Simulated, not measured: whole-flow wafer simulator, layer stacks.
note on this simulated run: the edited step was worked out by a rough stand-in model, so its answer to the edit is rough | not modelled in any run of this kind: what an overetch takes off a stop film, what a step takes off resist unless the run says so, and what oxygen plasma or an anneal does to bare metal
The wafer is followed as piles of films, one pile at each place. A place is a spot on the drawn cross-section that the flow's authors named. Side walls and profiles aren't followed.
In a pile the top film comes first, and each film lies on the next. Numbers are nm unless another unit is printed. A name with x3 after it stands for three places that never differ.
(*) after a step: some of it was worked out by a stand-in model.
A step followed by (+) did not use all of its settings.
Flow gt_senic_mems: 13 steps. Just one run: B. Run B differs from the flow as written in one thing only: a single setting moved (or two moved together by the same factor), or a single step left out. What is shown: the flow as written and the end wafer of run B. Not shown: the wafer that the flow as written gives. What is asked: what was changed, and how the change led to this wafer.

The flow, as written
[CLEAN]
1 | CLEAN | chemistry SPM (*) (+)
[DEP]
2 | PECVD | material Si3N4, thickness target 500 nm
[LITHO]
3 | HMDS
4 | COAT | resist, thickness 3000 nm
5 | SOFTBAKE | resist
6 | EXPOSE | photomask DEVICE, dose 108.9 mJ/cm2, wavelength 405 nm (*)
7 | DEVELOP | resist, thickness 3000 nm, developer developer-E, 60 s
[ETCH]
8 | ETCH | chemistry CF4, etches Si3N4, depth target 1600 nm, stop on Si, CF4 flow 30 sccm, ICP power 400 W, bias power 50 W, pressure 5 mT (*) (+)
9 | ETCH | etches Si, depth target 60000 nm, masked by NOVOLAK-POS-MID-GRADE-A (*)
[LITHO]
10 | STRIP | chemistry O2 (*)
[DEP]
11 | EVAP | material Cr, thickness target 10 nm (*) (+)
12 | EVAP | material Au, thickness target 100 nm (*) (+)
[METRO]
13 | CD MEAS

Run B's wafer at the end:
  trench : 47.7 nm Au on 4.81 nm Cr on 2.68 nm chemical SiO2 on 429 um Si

The reason: step 9, ETCH: depth target 96000 nm was run, while the flow as written has depth target 60000 nm.

How this came from the change, step by step:
  9 | ETCH | etches Si, depth target 60000 nm, masked by NOVOLAK-POS-MID-GRADE-A (*)
      field: -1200 resist (in the flow as written it would be: -750 resist)
      trench: -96 um Si (in the flow as written it would be: -60 um Si)
  10 | STRIP | chemistry O2 (*)
      field: -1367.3 resist (all of it) (in the flow as written it would be: -1817.3 resist (all of it))
  11 | EVAP | material Cr, thickness target 10 nm (*) (+)
      trench: +4.81 Cr (new film) (in the flow as written it would be: +6.45 Cr (new film))
  12 | EVAP | material Au, thickness target 100 nm (*) (+)
      trench: +47.7 Au (new film) (in the flow as written it would be: +64.1 Au (new film))
